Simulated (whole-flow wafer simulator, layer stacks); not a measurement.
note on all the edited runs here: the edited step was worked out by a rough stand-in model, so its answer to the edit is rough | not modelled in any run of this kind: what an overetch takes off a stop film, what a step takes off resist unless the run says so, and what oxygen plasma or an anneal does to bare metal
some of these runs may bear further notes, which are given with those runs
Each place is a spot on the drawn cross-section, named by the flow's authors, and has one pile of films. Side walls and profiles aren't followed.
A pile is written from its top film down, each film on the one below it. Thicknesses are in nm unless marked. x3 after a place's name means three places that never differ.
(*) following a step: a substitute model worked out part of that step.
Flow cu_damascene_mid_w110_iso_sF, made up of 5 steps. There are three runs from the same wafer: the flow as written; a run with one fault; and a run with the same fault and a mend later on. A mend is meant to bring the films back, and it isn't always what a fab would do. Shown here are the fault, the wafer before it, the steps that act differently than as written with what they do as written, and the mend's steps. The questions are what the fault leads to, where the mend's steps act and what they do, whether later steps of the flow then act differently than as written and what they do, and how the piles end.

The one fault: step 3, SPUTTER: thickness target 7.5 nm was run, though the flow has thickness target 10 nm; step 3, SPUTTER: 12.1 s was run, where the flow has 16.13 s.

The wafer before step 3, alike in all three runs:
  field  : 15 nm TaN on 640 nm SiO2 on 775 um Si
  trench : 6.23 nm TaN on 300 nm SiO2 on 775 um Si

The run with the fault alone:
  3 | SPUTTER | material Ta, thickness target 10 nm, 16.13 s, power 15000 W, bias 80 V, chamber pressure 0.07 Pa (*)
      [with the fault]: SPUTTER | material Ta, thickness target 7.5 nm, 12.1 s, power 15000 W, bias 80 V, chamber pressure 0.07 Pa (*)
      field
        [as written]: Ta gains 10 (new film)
        [with the fault]: Ta gains 7.5 (new film)
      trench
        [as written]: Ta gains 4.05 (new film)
        [with the fault]: Ta gains 3.03 (new film)
  Every later step of the flow that is run acts as written, at every place that is followed, to within 2% or 0.5 nm, whichever is larger.
  The piles end different from the flow's at field, trench by more than 2% or 0.5 nm, whichever is larger.
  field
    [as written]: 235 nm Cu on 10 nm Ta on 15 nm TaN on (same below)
    [with the fault]: 235 nm Cu on 7.5 nm Ta on 15 nm TaN on (same below)
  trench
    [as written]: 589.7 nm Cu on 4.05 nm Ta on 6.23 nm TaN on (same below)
    [with the fault]: 588.2 nm Cu on 3.03 nm Ta on 6.23 nm TaN on (same below)

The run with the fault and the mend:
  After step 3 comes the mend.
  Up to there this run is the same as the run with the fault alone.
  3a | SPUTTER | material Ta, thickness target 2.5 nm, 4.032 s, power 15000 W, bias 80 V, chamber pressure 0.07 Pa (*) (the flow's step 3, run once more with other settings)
      field
        Ta gains 2.5
      trench
        Ta gains 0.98
  Every later step of the flow that is run acts as written, at every place that is followed, to within 2% or 0.5 nm, whichever is larger.
  When the end is reached, the piles differ only a little from the flow's at the places that both follow, at most by 2% or 0.5 nm, whichever is larger.
